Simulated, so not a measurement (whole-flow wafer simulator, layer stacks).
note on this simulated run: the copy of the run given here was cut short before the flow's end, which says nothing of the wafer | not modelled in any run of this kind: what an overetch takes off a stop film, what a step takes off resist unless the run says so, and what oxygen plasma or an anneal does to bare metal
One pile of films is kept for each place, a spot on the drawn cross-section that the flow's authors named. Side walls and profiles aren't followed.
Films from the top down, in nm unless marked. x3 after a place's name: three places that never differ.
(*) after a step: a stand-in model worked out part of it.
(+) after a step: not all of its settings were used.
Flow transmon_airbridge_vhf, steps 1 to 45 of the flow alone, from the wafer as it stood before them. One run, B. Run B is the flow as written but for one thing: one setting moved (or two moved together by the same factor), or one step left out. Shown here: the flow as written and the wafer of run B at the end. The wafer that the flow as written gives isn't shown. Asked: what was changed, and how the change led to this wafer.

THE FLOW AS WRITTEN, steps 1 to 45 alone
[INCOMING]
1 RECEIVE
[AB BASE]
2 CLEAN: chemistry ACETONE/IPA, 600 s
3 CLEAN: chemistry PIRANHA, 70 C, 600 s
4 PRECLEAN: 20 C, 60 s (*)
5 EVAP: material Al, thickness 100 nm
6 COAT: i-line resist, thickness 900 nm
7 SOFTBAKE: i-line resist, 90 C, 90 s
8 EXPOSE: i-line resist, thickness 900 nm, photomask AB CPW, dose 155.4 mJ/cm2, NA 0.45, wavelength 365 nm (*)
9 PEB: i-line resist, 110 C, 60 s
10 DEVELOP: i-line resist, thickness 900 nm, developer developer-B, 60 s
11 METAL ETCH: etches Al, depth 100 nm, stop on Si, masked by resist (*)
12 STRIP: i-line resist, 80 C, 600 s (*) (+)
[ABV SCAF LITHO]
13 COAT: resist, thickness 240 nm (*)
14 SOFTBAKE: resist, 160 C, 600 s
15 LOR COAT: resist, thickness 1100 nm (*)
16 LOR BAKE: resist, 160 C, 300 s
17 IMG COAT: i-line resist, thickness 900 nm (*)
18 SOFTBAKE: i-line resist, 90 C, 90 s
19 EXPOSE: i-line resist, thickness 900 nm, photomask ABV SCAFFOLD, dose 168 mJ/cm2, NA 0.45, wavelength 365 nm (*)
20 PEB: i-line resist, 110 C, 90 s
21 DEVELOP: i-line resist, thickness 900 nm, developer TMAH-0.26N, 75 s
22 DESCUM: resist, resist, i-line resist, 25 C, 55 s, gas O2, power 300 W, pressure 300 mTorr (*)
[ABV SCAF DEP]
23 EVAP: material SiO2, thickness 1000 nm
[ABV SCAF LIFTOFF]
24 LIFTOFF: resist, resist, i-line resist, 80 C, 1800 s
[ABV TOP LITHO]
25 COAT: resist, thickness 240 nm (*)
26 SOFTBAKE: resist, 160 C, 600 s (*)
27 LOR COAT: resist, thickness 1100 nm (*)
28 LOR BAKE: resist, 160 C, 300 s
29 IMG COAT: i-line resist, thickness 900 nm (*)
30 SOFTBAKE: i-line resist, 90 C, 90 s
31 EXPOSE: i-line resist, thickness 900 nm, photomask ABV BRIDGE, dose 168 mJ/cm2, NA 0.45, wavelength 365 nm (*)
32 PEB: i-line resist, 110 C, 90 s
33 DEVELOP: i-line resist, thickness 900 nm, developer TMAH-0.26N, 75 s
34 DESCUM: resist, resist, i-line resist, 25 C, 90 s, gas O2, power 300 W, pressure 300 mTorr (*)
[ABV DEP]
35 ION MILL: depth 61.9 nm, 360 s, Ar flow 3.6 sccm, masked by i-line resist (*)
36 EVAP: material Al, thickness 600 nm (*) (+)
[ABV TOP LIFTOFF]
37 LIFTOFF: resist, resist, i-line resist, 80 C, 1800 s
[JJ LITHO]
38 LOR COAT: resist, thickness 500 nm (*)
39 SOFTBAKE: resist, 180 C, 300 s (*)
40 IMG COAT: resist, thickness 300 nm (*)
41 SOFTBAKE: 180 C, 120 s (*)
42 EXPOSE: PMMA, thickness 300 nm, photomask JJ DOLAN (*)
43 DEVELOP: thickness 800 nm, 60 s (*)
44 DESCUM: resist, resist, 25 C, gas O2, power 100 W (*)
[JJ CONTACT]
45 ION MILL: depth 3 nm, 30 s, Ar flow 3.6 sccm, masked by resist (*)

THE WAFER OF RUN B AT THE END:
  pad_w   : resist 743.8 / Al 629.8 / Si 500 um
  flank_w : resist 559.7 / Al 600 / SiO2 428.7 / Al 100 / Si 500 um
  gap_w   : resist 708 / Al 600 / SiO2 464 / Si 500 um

The cause: step 23, EVAP: thickness 500 nm was run, where the flow has thickness 1000 nm.

How the change led to this, step by step:
  23 EVAP: material SiO2, thickness 1000 nm
      field x3, jj_line, ground_far and 10 more: SiO2 +500 (new film) (as written it would be: SiO2 +1000 (new film))
      flank_w, flank_e: SiO2 +464.7 (new film) (as written it would be: SiO2 +929.3 (new film))
  24 LIFTOFF: resist, resist, i-line resist, 80 C, 1800 s
      field x3, jj_line, trace_open_s x2: SiO2 -500 (all of it), i-line resist -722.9 (all of it), resist -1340 (all of it) (as written it would be: SiO2 -1000 (all of it), i-line resist -722.9 (all of it), resist -1340 (all of it))
      pad_w, pad_e: SiO2 -500 (all of it), i-line resist -718 (all of it), resist -1330.2 (all of it) (as written it would be: SiO2 -1000 (all of it), i-line resist -718 (all of it), resist -1330.2 (all of it))
      (and at 1 more place)
  25 COAT: resist, thickness 240 nm (*)
      flank_w, flank_e: resist +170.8 (new film) (as written it would be: resist +152.6 (new film))
      gap_w, gap_e: resist +231.8 (new film) (as written it would be: resist +210.7 (new film))
      (and at 6 more places)
  27 LOR COAT: resist, thickness 1100 nm (*)
      gap_w, gap_e: resist +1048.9 (as written it would be: resist +977.8)
      margin_s, margin_n: resist +951.7 (as written it would be: resist +823.4)
      (and at 6 more places)
  29 IMG COAT: i-line resist, thickness 900 nm (*)
      gap_w, gap_e: i-line resist +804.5 (new film) (as written it would be: i-line resist +681.7 (new film))
      margin_s, margin_n: i-line resist +759.8 (new film) (as written it would be: i-line resist +603.2 (new film))
      (and at 7 more places)
  32 PEB: i-line resist, 110 C, 90 s
      pad_w, pad_e: i-line resist -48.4 (as written it would be: i-line resist -51)
      flank_w, flank_e: i-line resist -43.2 (as written it would be: i-line resist -38.3)
      (and at 7 more places)
  33 DEVELOP: i-line resist, thickness 900 nm, developer TMAH-0.26N, 75 s
      gap_w, gap_e: i-line resist -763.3 (all of it), resist -1048.9 (as written it would be: i-line resist -646.9 (all of it), resist -977.8)
      pad_w: i-line resist -893.5 (all of it), resist -1168.9 (as written it would be: i-line resist -937.2 (all of it), resist -1247.8)
      (and at 5 more places)
  34 DESCUM: resist, resist, i-line resist, 25 C, 90 s, gas O2, power 300 W, pressure 300 mTorr (*)
      flank_w, flank_e: resist -170.8 (all of it) (as written it would be: resist -152.6 (all of it))
      gap_w, gap_e: resist -231.8 (all of it) (as written it would be: resist -210.7 (all of it))
      (and at 4 more places)
  37 LIFTOFF: resist, resist, i-line resist, 80 C, 1800 s
      margin_s, margin_n: Al -600 (all of it), i-line resist -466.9 (all of it), resist -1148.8 (all of it) (as written it would be: Al -600 (all of it), i-line resist -318.3 (all of it), resist -992 (all of it))
      ground_far: Al -600 (all of it), i-line resist -655.5 (all of it), resist -1365.8 (all of it) (as written it would be: Al -600 (all of it), i-line resist -717.9 (all of it), resist -1384.9 (all of it))
  38 LOR COAT: resist, thickness 500 nm (*)
      pad_w, pad_e: resist +488.6 (new film) (as written it would be: resist +517 (new film))
      flank_w, flank_e: resist +365.7 (new film) (as written it would be: resist +306.5 (new film))
      (and at 6 more places)
  40 IMG COAT: resist, thickness 300 nm (*)
      pad_w, pad_e: resist +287 (as written it would be: resist +300.1)
      flank_w, flank_e: resist +225.7 (as written it would be: resist +212.1)
      (and at 6 more places)
